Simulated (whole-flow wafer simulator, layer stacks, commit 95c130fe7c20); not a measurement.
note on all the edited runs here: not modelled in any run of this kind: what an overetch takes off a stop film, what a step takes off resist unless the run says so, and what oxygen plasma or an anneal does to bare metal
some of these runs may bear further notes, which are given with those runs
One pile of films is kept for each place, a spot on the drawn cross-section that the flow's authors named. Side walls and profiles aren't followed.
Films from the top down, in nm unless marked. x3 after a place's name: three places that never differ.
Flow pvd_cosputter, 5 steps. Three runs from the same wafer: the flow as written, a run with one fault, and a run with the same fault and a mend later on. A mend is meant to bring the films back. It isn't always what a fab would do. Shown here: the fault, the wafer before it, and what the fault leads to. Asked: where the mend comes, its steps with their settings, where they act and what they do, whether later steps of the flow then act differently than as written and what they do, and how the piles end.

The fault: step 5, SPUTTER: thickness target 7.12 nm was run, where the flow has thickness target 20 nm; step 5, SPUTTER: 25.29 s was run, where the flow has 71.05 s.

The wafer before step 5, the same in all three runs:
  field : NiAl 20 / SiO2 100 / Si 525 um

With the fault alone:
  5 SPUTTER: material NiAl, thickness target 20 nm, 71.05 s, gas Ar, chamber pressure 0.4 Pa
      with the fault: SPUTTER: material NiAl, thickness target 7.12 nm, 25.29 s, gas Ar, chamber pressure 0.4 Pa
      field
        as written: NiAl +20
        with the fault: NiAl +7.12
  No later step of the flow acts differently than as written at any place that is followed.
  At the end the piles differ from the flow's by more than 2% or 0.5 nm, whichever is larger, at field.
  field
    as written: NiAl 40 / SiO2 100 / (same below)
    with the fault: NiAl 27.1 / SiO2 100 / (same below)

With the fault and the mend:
  The mend comes after step 5.
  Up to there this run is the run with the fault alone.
  5a SPUTTER: material NiAl, thickness target 12.88 nm, 45.76 s, gas Ar, chamber pressure 0.4 Pa (the flow's step 5 once more, with other settings)
      field
        NiAl +12.9
  No later step of the flow acts differently than as written at any place that is followed.
  At the end the piles are the same as the flow's at every place that both follow.
